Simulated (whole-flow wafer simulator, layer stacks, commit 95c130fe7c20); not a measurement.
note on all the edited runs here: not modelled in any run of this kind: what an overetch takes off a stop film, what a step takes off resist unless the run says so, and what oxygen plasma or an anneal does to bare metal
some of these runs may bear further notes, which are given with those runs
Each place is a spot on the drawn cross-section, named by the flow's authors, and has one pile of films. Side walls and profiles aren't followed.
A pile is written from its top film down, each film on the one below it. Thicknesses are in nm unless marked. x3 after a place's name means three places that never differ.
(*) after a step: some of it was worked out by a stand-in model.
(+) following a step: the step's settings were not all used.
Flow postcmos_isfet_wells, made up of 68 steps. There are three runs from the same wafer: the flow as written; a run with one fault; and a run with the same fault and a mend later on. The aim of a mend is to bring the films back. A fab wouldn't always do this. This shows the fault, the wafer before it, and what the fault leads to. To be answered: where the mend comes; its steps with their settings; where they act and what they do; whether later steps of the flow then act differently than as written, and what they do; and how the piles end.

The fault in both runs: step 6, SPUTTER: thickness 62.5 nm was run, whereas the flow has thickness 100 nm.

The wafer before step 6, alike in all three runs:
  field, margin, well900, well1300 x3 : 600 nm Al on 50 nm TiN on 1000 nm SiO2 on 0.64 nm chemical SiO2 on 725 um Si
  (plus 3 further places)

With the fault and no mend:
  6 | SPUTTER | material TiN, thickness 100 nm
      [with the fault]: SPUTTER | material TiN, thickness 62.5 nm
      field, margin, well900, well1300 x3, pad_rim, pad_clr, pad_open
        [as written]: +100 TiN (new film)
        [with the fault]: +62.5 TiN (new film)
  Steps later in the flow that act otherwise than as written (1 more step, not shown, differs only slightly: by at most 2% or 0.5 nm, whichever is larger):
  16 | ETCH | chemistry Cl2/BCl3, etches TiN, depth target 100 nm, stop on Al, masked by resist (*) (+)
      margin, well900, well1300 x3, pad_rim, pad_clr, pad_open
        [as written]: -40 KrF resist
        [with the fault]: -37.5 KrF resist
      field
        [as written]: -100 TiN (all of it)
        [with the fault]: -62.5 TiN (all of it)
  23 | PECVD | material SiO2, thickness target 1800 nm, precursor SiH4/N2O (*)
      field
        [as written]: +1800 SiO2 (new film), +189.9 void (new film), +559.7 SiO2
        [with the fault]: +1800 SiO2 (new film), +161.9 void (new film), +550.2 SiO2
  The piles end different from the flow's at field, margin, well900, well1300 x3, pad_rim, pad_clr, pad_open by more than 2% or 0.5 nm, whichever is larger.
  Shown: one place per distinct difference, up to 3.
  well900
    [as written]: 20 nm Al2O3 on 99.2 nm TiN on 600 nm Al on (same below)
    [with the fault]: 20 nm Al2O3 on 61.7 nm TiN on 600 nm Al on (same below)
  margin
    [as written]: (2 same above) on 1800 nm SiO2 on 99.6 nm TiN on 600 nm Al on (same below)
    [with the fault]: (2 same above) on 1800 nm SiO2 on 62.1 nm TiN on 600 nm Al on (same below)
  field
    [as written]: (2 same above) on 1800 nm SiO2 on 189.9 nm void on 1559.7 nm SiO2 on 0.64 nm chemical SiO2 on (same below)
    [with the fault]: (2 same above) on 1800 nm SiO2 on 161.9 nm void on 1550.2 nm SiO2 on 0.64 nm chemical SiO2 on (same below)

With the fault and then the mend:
  The mend follows step 6.
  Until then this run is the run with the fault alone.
  6a | SPUTTER | material TiN, thickness 37.5 nm (a further turn of the flow's step 6, with different settings)
      field, margin, well900, well1300 x3, pad_rim, pad_clr, pad_open
        +37.5 TiN
  Later steps of the flow that are run all act as written at every place that is followed.
  At every place that both follow, the piles at the end match the flow's.
